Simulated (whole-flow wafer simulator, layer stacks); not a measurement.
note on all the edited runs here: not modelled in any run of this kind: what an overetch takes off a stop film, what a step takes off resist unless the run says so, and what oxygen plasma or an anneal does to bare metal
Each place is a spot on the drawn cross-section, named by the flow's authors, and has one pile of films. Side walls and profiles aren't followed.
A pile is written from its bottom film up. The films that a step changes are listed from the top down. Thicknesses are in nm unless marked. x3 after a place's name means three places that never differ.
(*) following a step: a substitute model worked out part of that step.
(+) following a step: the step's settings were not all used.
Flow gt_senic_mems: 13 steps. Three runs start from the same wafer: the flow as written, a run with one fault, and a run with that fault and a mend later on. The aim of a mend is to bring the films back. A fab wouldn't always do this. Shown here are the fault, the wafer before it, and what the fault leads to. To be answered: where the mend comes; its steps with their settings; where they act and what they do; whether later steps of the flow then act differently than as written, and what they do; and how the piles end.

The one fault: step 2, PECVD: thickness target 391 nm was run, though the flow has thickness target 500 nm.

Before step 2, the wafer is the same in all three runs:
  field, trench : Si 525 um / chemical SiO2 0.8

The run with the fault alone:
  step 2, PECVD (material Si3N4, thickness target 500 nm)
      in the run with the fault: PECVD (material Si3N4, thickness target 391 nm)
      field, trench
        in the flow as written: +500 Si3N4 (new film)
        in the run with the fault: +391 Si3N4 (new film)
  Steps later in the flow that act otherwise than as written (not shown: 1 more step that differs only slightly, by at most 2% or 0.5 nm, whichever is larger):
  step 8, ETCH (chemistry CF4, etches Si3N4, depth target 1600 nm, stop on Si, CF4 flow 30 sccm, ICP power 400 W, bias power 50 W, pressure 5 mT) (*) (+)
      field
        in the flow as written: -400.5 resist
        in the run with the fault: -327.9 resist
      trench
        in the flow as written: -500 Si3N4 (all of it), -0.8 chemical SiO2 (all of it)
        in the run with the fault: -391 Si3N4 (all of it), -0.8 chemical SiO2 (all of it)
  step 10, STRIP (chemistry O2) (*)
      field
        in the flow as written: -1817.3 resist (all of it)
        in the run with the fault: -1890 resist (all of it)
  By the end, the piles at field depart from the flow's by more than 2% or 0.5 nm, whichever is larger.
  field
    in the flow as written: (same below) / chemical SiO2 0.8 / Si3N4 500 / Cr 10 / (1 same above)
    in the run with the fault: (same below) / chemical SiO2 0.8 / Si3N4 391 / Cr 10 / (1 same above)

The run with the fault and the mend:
  The mend follows step 2.
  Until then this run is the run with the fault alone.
  step 2a, PECVD (material Si3N4, thickness target 109 nm) (the flow's step 2, run once more with other settings)
      field, trench
        +109 Si3N4
  Later steps of the flow that are run all act as written at every place that is followed.
  The piles end the same as the flow's at every place that both follow.
